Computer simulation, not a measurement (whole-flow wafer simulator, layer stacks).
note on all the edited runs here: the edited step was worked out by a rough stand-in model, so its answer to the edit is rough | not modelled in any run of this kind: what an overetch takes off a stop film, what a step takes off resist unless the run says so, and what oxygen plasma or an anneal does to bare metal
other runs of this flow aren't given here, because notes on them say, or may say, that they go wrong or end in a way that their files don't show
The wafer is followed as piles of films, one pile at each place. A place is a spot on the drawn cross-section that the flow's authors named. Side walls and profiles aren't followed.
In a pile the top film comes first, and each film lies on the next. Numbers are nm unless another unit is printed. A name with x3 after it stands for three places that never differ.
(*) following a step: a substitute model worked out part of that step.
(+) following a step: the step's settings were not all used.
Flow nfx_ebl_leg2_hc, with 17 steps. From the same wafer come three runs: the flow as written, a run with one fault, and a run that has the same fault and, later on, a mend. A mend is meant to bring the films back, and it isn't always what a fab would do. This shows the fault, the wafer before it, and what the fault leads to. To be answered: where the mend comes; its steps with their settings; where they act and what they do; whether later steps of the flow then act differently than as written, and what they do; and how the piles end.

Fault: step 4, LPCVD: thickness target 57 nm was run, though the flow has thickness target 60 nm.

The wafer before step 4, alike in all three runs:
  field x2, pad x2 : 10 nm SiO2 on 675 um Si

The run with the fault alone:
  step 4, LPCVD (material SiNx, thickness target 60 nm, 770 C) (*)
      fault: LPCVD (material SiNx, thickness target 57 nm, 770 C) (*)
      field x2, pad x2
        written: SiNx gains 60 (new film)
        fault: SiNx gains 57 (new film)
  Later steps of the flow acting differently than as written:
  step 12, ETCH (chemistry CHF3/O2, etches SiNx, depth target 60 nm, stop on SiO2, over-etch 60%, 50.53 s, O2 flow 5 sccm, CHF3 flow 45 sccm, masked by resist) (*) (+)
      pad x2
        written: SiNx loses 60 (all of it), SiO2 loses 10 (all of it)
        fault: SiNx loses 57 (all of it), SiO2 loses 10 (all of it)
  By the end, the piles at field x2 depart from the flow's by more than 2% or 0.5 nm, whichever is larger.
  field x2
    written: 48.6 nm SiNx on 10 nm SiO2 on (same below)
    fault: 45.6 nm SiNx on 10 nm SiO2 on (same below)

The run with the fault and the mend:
  The mend follows step 5.
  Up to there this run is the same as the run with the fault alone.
  step 5a, LPCVD (material SiNx, thickness target 3 nm, 770 C) (*) (a further turn of the flow's step 4, with different settings)
      field x2, pad x2
        SiNx gains 3
  Later steps of the flow that are run all act as written at every place that is followed.
  At every place that both follow, the piles at the end match the flow's.
